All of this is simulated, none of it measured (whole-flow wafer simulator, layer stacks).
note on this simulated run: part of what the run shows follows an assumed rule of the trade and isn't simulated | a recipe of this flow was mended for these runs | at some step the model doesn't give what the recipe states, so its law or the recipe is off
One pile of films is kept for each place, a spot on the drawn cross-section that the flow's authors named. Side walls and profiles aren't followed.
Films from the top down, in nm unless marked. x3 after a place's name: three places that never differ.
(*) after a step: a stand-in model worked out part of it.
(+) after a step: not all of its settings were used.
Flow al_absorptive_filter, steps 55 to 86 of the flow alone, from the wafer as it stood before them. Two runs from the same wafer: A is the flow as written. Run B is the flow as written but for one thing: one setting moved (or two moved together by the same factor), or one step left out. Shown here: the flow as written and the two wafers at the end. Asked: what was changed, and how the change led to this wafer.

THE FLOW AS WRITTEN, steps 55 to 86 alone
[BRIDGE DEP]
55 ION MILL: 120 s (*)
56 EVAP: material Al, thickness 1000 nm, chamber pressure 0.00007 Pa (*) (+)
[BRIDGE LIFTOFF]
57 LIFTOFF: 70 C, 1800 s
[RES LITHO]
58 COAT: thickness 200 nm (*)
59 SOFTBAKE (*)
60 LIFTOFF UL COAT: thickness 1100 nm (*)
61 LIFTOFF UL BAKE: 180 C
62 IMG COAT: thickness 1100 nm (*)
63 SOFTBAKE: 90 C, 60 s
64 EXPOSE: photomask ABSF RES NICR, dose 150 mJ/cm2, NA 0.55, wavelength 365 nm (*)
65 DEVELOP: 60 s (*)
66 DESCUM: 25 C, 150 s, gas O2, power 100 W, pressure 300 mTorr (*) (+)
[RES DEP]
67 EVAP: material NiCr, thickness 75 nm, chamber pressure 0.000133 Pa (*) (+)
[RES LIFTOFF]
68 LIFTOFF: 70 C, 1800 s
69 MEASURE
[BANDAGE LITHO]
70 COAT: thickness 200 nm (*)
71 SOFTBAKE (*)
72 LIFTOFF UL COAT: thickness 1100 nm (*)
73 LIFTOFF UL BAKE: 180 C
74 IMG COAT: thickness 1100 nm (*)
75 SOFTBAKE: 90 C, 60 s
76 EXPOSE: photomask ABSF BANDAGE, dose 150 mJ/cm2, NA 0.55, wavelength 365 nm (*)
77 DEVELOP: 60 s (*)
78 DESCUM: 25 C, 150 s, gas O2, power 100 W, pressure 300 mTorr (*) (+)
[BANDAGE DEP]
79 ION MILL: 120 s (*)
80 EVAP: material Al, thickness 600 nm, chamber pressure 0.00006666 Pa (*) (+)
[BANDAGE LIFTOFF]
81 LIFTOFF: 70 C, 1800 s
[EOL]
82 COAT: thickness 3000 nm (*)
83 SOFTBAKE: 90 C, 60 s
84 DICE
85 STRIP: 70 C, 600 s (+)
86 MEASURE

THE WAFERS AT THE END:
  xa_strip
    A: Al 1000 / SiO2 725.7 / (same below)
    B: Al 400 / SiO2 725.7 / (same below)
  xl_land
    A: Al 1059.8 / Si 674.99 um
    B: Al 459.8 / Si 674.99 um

The cause: step 56, EVAP: thickness 400 nm was run, where the flow has thickness 1000 nm.
It can be read off the wafer: xa_strip has Al 400, and step 56 as written asks for 1000 nm.

How the change led to this, step by step:
  56 EVAP: material Al, thickness 1000 nm, chamber pressure 0.00007 Pa (*) (+)
      gnd, pad_far, pad_near and 10 more: A Al +1000 (new film) | B Al +400 (new film)
      xl_land: A Al +1000 | B Al +400
  57 LIFTOFF: 70 C, 1800 s
      gnd, xa_field, idc_field: A Al -1000 (all of it), i-line-resist -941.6 (all of it), lift-off-underlayer -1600 (all of it), acrylic-e-beam-resist -200 (all of it) | B Al -400 (all of it), i-line-resist -941.6 (all of it), lift-off-underlayer -1600 (all of it), acrylic-e-beam-resist -200 (all of it)
      pad_far: A Al -1000 (all of it), i-line-resist -940.5 (all of it), lift-off-underlayer -1591.1 (all of it), acrylic-e-beam-resist -198.5 (all of it) | B Al -400 (all of it), i-line-resist -940.5 (all of it), lift-off-underlayer -1591.1 (all of it), acrylic-e-beam-resist -198.5 (all of it)
      (and at 6 more places)
  58 COAT: thickness 200 nm (*)
      xa_margin: A acrylic-e-beam-resist +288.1 (new film) | B acrylic-e-beam-resist +174.6 (new film)
      xa_strip: A acrylic-e-beam-resist +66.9 (new film) | B acrylic-e-beam-resist +101.2 (new film)
      (and at 2 more places)
  60 LIFTOFF UL COAT: thickness 1100 nm (*)
      xa_margin: A lift-off-underlayer +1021 (new film) | B lift-off-underlayer +852.7 (new film)
      xa_strip: A lift-off-underlayer +459.8 (new film) | B lift-off-underlayer +643 (new film)
      (and at 1 more place)
  62 IMG COAT: thickness 1100 nm (*)
      xa_margin: A i-line-resist +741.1 (new film) | B i-line-resist +891 (new film)
      xa_strip: A i-line-resist +577.9 (new film) | B i-line-resist +801.5 (new film)
  63 SOFTBAKE: 90 C, 60 s
      xa_margin: A i-line-resist -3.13 | B i-line-resist -1.74
      xa_strip: A i-line-resist -4.64 | B i-line-resist -3.86
  68 LIFTOFF: 70 C, 1800 s
      xa_margin: A NiCr -75 (all of it), i-line-resist -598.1 (all of it), lift-off-underlayer -1021 (all of it), acrylic-e-beam-resist -288.1 (all of it) | B NiCr -75 (all of it), i-line-resist -749.4 (all of it), lift-off-underlayer -852.7 (all of it), acrylic-e-beam-resist -174.6 (all of it)
      xa_strip: A NiCr -75 (all of it), i-line-resist -433.3 (all of it), lift-off-underlayer -459.8 (all of it), acrylic-e-beam-resist -66.9 (all of it) | B NiCr -75 (all of it), i-line-resist -657.8 (all of it), lift-off-underlayer -643 (all of it), acrylic-e-beam-resist -101.2 (all of it)
      (and at 2 more places)
  70 COAT: thickness 200 nm (*)
      xa_margin: A acrylic-e-beam-resist +288.1 (new film) | B acrylic-e-beam-resist +174.6 (new film)
      xa_strip: A acrylic-e-beam-resist +66.9 (new film) | B acrylic-e-beam-resist +101.2 (new film)
      (and at 1 more place)
  72 LIFTOFF UL COAT: thickness 1100 nm (*)
      xa_margin: A lift-off-underlayer +1021 (new film) | B lift-off-underlayer +852.7 (new film)
      xa_strip: A lift-off-underlayer +459.8 (new film) | B lift-off-underlayer +643 (new film)
  74 IMG COAT: thickness 1100 nm (*)
      xa_margin: A i-line-resist +741.1 (new film) | B i-line-resist +891 (new film)
      xa_strip: A i-line-resist +577.9 (new film) | B i-line-resist +801.5 (new film)
  75 SOFTBAKE: 90 C, 60 s
      xa_margin: A i-line-resist -3.13 | B i-line-resist -1.74
      xa_strip: A i-line-resist -4.64 | B i-line-resist -3.86
  81 LIFTOFF: 70 C, 1800 s
      xa_margin: A Al -600 (all of it), i-line-resist -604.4 (all of it), lift-off-underlayer -1021 (all of it), acrylic-e-beam-resist -288.1 (all of it) | B Al -600 (all of it), i-line-resist -755.7 (all of it), lift-off-underlayer -852.7 (all of it), acrylic-e-beam-resist -174.6 (all of it)
      xa_strip: A Al -600 (all of it), i-line-resist -439.6 (all of it), lift-off-underlayer -459.8 (all of it), acrylic-e-beam-resist -66.9 (all of it) | B Al -600 (all of it), i-line-resist -664.1 (all of it), lift-off-underlayer -643 (all of it), acrylic-e-beam-resist -101.2 (all of it)
      (and at 1 more place)
  82 COAT: thickness 3000 nm (*)
      xa_margin: A i-line-resist +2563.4 (new film) | B i-line-resist +2454.2 (new film)
      xa_strip: A i-line-resist +1594.3 (new film) | B i-line-resist +2071.5 (new film)
  83 SOFTBAKE: 90 C, 60 s
      xa_margin: A i-line-resist -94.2 | B i-line-resist -58.6
      xa_strip: A i-line-resist -117.3 | B i-line-resist -72.5
      (and at 1 more place)
  85 STRIP: 70 C, 600 s (+)
      xa_margin: A i-line-resist -2469.3 (all of it) | B i-line-resist -2395.7 (all of it)
      xa_strip: A i-line-resist -1477 (all of it) | B i-line-resist -1999 (all of it)
